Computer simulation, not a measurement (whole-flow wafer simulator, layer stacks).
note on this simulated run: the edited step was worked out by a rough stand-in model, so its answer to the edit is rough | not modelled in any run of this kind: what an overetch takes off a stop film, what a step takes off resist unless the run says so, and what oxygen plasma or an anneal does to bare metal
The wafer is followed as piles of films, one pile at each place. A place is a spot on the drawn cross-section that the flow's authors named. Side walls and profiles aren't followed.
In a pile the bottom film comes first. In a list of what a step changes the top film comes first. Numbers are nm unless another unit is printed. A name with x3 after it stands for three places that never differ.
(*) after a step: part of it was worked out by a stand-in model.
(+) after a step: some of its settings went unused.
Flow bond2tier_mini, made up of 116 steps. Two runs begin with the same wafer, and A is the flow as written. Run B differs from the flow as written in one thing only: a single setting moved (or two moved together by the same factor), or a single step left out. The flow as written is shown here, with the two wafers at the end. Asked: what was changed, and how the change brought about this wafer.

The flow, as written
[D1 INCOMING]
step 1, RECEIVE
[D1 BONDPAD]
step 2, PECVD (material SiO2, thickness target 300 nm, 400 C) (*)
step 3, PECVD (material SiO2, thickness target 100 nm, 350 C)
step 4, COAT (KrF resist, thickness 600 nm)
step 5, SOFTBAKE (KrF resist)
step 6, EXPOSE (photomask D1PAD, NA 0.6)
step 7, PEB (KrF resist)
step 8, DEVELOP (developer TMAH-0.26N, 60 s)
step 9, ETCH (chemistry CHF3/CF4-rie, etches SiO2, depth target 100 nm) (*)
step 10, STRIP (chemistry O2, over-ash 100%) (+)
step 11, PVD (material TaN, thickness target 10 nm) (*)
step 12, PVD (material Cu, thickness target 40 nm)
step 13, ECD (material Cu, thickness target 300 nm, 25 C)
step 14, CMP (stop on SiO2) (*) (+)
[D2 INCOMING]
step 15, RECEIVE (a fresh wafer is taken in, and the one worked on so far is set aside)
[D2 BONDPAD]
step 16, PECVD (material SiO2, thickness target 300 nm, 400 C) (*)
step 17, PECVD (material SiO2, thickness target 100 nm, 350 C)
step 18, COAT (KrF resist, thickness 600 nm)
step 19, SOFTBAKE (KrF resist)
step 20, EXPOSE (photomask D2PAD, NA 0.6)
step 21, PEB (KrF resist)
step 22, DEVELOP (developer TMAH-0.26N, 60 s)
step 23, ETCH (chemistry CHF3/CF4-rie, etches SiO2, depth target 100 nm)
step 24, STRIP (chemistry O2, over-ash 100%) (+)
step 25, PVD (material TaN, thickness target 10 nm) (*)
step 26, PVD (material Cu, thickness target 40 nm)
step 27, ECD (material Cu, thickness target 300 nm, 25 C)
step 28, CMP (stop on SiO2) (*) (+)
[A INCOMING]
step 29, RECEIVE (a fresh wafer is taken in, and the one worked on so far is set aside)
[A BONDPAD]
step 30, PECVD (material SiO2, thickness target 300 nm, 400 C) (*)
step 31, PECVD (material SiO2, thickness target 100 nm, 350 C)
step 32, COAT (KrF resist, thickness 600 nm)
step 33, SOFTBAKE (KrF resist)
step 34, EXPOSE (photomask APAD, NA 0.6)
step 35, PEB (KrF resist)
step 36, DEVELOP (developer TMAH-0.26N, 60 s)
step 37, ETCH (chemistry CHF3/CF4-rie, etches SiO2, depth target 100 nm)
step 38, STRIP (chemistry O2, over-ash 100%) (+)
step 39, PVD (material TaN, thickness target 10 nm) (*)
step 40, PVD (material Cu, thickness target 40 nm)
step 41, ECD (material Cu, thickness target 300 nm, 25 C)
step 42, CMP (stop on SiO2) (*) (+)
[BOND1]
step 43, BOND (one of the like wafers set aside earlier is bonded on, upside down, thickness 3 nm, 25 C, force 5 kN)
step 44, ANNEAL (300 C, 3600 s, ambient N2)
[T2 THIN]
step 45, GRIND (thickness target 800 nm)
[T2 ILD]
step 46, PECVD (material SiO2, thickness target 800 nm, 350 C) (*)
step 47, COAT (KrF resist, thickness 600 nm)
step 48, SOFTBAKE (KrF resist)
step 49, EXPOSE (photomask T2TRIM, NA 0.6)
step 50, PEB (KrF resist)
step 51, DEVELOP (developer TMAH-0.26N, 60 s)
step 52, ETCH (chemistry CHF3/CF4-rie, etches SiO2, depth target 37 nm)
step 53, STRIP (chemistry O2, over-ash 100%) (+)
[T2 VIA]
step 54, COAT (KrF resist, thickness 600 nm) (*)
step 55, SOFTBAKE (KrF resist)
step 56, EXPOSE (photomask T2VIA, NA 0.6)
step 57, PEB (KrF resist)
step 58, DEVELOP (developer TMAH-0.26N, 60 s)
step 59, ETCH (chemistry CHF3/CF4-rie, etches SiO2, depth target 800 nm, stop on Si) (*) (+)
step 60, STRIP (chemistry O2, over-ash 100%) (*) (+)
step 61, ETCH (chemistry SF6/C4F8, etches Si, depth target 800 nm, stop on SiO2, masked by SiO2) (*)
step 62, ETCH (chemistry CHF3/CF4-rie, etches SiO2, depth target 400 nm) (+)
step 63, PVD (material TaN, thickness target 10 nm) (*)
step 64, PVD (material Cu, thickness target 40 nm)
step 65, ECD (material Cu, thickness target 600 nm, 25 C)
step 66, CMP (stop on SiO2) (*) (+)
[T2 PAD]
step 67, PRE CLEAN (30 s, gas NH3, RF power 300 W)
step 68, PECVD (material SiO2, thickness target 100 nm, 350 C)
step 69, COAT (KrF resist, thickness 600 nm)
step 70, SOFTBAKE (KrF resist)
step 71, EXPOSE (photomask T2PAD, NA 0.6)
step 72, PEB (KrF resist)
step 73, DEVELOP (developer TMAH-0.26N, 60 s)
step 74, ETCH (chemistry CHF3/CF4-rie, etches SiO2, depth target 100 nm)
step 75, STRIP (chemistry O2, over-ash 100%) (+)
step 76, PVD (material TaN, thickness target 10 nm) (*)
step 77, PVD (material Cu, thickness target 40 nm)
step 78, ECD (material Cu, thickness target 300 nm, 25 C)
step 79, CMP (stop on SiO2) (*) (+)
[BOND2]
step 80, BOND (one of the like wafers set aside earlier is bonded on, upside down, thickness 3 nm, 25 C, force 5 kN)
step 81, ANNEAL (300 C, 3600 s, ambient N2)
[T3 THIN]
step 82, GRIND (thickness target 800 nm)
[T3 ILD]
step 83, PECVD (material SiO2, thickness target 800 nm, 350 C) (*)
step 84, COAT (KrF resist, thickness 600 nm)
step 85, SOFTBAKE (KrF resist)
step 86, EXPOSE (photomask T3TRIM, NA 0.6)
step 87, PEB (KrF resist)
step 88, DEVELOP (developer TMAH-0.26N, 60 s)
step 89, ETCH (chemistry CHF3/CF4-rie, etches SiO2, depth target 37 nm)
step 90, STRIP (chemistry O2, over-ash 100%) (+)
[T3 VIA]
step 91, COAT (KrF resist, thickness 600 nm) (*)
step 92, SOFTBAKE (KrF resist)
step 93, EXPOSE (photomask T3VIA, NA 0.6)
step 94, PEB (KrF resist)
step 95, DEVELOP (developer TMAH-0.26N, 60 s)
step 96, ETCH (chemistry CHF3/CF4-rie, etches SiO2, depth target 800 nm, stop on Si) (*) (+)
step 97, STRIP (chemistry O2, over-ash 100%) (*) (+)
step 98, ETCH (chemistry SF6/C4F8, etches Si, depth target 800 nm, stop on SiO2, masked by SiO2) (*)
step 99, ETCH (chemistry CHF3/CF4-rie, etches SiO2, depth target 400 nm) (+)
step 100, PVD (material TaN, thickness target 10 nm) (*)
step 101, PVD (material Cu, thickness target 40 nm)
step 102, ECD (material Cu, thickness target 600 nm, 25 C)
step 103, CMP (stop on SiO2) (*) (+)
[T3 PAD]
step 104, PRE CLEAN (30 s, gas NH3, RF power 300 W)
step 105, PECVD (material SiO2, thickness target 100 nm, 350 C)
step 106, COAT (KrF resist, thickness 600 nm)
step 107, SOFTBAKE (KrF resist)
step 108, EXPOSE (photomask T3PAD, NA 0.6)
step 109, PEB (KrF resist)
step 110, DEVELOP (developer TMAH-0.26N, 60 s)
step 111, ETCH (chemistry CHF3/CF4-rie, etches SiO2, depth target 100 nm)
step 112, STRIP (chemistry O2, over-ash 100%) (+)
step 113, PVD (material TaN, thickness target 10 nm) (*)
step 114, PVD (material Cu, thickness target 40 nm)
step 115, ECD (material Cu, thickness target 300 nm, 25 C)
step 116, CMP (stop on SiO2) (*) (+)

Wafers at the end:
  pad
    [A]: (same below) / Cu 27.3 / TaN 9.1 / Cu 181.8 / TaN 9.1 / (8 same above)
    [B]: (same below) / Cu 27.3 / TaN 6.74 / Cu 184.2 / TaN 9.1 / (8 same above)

What caused this: step 76, PVD: thickness target 7.4 nm was run, though the flow has thickness target 10 nm.

How this came from the change, step by step:
  step 76, PVD (material TaN, thickness target 10 nm) (*)
      field: A +10 TaN (new film) | B +7.4 TaN (new film)
      pad: A +9.1 TaN (new film) | B +6.74 TaN (new film)
  step 79, CMP (stop on SiO2) (*) (+)
      field: A -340 Cu (all of it), -10 TaN (all of it) | B -340 Cu (all of it), -7.4 TaN (all of it)
